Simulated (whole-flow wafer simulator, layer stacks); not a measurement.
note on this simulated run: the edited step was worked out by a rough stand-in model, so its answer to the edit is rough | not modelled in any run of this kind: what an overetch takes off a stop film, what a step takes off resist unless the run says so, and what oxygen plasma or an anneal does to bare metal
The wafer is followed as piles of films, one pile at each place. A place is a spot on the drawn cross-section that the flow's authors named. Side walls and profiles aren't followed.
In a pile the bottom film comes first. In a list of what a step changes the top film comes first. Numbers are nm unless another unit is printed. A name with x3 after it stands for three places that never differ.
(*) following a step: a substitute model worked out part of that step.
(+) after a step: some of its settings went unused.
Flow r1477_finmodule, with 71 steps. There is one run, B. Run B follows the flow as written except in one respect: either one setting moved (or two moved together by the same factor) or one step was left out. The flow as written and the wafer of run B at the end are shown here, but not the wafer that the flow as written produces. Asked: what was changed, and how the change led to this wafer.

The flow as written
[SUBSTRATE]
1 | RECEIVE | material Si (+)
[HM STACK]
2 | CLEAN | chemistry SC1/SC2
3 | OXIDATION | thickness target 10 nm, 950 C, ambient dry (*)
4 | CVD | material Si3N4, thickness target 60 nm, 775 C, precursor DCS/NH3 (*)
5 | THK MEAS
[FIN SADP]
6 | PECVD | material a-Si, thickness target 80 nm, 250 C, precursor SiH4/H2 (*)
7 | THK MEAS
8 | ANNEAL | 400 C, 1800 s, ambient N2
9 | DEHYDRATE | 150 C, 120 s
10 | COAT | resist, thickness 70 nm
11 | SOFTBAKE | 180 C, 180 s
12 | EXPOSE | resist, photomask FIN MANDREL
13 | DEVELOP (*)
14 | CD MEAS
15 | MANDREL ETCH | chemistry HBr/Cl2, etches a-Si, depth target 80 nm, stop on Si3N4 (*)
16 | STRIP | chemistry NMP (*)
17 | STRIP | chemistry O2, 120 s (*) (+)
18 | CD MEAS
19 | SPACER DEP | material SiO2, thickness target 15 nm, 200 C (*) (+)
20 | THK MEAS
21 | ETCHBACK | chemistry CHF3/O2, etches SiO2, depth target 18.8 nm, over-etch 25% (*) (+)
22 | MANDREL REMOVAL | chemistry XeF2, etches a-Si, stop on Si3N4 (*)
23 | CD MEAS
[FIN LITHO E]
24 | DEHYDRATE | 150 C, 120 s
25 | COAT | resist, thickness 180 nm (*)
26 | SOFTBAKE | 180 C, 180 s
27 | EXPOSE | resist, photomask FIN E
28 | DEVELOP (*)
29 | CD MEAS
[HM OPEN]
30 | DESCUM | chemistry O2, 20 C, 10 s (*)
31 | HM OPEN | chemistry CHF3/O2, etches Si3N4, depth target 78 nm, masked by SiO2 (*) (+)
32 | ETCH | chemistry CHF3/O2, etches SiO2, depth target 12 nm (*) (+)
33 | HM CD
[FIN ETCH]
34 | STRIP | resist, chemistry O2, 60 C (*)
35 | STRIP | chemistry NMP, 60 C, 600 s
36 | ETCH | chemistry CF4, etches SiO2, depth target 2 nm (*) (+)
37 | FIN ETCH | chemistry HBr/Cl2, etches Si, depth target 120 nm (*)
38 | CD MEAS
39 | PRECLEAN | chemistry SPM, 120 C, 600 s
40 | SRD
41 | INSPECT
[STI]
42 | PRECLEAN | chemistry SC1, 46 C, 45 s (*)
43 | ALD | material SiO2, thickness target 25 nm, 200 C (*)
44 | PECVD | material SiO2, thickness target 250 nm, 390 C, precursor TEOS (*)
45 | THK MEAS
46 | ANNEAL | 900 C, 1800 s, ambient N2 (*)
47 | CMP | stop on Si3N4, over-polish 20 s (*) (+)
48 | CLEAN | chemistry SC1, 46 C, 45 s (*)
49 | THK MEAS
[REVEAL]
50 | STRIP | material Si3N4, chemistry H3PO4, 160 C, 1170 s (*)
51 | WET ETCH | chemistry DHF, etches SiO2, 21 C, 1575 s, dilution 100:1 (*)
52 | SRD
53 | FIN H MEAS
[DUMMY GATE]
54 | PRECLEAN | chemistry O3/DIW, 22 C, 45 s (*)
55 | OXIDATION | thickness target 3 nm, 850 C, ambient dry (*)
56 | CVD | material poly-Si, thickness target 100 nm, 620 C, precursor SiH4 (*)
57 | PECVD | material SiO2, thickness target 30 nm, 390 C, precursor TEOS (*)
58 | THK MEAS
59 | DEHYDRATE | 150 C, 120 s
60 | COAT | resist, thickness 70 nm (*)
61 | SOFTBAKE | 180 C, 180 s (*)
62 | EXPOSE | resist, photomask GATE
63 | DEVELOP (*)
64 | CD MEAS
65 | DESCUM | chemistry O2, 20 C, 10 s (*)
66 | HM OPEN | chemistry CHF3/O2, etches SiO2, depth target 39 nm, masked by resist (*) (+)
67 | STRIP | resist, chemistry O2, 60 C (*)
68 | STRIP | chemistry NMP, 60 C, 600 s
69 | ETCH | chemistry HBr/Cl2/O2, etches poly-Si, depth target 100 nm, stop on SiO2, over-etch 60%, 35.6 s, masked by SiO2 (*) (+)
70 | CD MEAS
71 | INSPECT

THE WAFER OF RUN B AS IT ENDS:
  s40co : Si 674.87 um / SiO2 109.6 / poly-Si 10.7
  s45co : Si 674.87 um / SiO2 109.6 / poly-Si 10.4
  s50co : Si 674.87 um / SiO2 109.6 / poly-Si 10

The reason: step 56, CVD: thickness target 158.5 nm was run, though the flow has thickness target 100 nm.

The path from the change to this, step by step:
  56 | CVD | material poly-Si, thickness target 100 nm, 620 C, precursor SiH4 (*)
      pad, padg, elg and 26 more: +158.5 poly-Si (new film) (it would be, as written: +100 poly-Si (new film))
      s40cg, s40co: +173.2 poly-Si (new film) (it would be, as written: +113.9 poly-Si (new film))
      (also at 5 further places)
  67 | STRIP | resist, chemistry O2, 60 C (*)
      s40cg: -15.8 resist (all of it) (it would be, as written: -16.5 resist (all of it))
      s45cg: -16.1 resist (all of it) (it would be, as written: -16.9 resist (all of it))
      (also at 1 further place)
  69 | ETCH | chemistry HBr/Cl2/O2, etches poly-Si, depth target 100 nm, stop on SiO2, over-etch 60%, 35.6 s, masked by SiO2 (*) (+)
      pad, eso, e40so, e100so, e200so, s40so, s45so, s50so: -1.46 chemical SiO2 (all of it), -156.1 poly-Si (all of it) (it would be, as written: -1.46 chemical SiO2 (all of it), -97.6 poly-Si (all of it), -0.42 SiO2)
      elo, e40lo, e100lo, e200lo: -1.46 chemical SiO2 (all of it), -156.1 poly-Si (all of it) (it would be, as written: -1.46 chemical SiO2 (all of it), -97.6 poly-Si (all of it), -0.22 Si3N4)
      (also at 6 further places)
